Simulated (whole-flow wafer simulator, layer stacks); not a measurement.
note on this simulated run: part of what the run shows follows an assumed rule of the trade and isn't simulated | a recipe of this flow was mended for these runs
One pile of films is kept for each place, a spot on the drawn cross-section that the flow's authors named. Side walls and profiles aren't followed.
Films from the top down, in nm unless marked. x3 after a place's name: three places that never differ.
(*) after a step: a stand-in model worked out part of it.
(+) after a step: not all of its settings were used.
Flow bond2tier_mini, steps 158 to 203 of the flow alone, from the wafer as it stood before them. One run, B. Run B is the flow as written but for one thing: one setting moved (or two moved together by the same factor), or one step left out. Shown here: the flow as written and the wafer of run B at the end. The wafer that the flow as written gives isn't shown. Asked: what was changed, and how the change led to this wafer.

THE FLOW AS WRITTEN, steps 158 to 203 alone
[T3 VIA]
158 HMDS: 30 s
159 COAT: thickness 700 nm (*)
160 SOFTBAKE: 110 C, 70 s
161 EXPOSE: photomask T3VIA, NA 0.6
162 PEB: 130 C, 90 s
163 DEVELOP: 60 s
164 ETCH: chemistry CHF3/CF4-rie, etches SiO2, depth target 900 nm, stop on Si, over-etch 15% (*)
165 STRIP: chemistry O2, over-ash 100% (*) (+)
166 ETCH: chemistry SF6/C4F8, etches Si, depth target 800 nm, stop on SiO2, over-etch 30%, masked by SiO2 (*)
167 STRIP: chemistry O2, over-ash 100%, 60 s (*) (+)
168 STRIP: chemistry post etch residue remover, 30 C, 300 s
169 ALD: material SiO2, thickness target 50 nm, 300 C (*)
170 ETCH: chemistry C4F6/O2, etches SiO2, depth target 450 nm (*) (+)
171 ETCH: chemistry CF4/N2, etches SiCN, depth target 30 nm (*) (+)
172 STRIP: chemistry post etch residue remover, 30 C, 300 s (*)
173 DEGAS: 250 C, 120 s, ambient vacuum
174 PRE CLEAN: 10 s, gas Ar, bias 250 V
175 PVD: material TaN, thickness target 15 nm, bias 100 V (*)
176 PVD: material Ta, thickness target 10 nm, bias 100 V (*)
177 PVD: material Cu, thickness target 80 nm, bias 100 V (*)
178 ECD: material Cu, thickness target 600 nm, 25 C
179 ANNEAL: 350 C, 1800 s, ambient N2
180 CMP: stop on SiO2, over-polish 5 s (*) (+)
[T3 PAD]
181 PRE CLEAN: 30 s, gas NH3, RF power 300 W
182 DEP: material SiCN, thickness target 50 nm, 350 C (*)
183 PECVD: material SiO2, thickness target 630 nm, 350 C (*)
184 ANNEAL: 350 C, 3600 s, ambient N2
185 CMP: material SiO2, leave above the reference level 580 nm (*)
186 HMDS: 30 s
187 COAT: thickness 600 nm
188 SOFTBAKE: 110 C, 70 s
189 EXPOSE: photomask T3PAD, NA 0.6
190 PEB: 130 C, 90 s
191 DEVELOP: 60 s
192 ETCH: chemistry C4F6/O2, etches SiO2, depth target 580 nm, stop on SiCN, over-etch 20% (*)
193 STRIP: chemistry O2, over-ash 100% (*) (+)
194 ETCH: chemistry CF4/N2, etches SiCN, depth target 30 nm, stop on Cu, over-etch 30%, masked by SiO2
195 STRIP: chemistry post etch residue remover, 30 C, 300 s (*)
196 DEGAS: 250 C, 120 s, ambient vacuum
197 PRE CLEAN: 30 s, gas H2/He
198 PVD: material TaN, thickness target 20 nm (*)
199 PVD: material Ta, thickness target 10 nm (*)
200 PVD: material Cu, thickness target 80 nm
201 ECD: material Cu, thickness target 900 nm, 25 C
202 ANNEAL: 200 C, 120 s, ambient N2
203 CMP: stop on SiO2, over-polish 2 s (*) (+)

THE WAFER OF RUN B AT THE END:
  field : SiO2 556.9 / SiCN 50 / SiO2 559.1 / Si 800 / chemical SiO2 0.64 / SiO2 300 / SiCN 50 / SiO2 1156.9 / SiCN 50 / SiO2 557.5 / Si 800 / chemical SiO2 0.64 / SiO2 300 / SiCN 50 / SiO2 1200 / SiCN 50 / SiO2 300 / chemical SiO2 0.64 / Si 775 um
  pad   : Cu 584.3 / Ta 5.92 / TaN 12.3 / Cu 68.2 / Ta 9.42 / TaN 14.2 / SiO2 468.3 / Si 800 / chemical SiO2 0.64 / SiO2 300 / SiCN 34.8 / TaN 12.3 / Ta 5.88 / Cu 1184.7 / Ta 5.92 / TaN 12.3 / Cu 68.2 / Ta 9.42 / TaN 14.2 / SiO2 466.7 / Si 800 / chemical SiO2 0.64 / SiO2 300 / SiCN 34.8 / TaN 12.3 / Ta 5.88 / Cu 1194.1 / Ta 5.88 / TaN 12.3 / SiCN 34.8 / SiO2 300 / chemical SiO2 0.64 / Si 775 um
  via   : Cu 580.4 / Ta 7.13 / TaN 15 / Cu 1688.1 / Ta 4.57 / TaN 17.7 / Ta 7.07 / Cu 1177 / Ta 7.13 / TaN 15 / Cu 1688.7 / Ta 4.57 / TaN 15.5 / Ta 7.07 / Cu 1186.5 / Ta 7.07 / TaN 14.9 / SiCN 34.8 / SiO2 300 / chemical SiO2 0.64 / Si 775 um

The cause: step 174, PRE CLEAN: bias 100 V was run, where the flow has bias 250 V.

How the change led to this, step by step:
  174 PRE CLEAN: 10 s, gas Ar, bias 250 V
      field, pad: SiO2 -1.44 (as written it would be: SiO2 -3)
      via: TaN -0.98 (as written it would be: TaN -3.19)
